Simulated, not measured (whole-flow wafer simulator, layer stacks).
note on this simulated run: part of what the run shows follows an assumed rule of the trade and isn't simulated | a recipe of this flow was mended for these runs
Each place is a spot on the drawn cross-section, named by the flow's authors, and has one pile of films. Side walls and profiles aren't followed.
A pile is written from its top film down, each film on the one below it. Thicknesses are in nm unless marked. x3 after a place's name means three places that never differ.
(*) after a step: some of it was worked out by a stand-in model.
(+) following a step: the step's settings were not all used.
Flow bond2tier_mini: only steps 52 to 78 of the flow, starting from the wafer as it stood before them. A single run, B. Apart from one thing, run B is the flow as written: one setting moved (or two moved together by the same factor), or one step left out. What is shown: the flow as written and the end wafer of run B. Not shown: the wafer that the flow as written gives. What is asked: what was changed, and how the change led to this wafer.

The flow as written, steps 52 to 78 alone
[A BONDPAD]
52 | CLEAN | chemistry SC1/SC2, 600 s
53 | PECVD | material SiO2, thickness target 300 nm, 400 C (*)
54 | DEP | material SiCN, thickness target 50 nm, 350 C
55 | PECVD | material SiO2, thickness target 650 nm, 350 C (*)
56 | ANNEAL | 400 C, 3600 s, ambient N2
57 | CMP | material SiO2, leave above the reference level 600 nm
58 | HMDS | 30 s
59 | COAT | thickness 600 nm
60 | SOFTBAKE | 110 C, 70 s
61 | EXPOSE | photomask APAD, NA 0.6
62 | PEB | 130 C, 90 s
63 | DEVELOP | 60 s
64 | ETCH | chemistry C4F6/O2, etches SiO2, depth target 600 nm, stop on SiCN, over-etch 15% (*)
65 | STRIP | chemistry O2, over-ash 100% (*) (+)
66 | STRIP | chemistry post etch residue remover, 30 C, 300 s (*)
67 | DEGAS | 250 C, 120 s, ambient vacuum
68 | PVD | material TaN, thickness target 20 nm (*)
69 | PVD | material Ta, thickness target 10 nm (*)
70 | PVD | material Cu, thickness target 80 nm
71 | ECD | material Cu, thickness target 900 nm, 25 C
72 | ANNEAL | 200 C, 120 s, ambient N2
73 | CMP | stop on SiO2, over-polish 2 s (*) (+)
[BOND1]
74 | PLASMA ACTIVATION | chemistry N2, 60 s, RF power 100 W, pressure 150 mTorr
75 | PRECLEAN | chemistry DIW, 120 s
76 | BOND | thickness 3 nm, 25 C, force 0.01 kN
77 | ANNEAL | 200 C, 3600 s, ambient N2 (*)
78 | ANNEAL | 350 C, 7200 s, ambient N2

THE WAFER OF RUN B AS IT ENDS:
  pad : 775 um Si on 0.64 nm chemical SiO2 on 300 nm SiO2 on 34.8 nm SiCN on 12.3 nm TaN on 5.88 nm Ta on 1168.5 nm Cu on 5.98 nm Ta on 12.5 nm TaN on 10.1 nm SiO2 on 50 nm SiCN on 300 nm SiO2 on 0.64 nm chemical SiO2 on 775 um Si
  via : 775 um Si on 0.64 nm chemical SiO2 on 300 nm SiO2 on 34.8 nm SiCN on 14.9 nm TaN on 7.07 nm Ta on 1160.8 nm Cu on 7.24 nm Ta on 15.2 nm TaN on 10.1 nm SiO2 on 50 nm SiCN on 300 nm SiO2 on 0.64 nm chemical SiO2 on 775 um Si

What caused this: step 64, ETCH: depth target 513 nm was run, while the flow as written has depth target 600 nm.

The path from the change to this, step by step:
  64 | ETCH | chemistry C4F6/O2, etches SiO2, depth target 600 nm, stop on SiCN, over-etch 15% (*)
      pad, via: -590 SiO2 (in the flow as written it would be: -600 SiO2 (all of it), -15.2 SiCN)
      field: -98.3 thick-KrF-resist (in the flow as written it would be: -115 thick-KrF-resist)
  65 | STRIP | chemistry O2, over-ash 100% (*) (+)
      field: -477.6 thick-KrF-resist (all of it) (in the flow as written it would be: -460.9 thick-KrF-resist (all of it))
